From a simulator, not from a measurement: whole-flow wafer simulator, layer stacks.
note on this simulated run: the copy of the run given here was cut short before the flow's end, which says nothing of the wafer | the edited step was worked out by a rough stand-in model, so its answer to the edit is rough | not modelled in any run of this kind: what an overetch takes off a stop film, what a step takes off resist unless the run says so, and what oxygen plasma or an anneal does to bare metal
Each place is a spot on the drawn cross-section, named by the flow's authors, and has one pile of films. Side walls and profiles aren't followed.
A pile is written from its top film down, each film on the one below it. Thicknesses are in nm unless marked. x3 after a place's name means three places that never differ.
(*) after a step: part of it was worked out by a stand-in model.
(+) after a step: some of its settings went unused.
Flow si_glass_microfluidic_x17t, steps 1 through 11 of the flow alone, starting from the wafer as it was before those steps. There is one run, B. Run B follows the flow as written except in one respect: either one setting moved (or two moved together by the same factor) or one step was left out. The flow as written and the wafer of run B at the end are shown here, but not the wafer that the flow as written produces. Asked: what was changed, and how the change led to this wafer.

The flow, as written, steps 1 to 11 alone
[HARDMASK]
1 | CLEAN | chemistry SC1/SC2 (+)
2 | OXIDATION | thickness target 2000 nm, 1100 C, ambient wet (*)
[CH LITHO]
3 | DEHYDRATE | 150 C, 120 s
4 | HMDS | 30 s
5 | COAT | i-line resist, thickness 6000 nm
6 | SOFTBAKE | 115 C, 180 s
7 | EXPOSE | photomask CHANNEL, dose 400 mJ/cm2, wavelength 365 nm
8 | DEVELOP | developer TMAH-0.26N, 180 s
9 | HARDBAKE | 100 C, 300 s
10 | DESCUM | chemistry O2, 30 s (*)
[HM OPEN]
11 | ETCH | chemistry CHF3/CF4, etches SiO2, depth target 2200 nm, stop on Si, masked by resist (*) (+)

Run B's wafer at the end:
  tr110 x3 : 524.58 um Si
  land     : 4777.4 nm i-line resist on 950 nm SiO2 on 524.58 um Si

What caused this: step 2, OXIDATION: thickness target 950 nm was run, whereas the flow has thickness target 2000 nm.
The wafer itself shows it: land has SiO2 950, and step 2 as written asks for 2000 nm.

How this came from the change, step by step:
  2 | OXIDATION | thickness target 2000 nm, 1100 C, ambient wet (*)
      land, tr110 x3: SiO2 gains 950 (new film), chemical SiO2 loses 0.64 (all of it), Si loses 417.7 (in the flow as written it would be: SiO2 gains 2000 (new film), chemical SiO2 loses 0.64 (all of it), Si loses 879.7)
  11 | ETCH | chemistry CHF3/CF4, etches SiO2, depth target 2200 nm, stop on Si, masked by resist (*) (+)
      tr110 x3: SiO2 loses 950 (all of it) (in the flow as written it would be: SiO2 loses 2000 (all of it))
      land: i-line resist loses 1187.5 (in the flow as written it would be: i-line resist loses 1833.3)
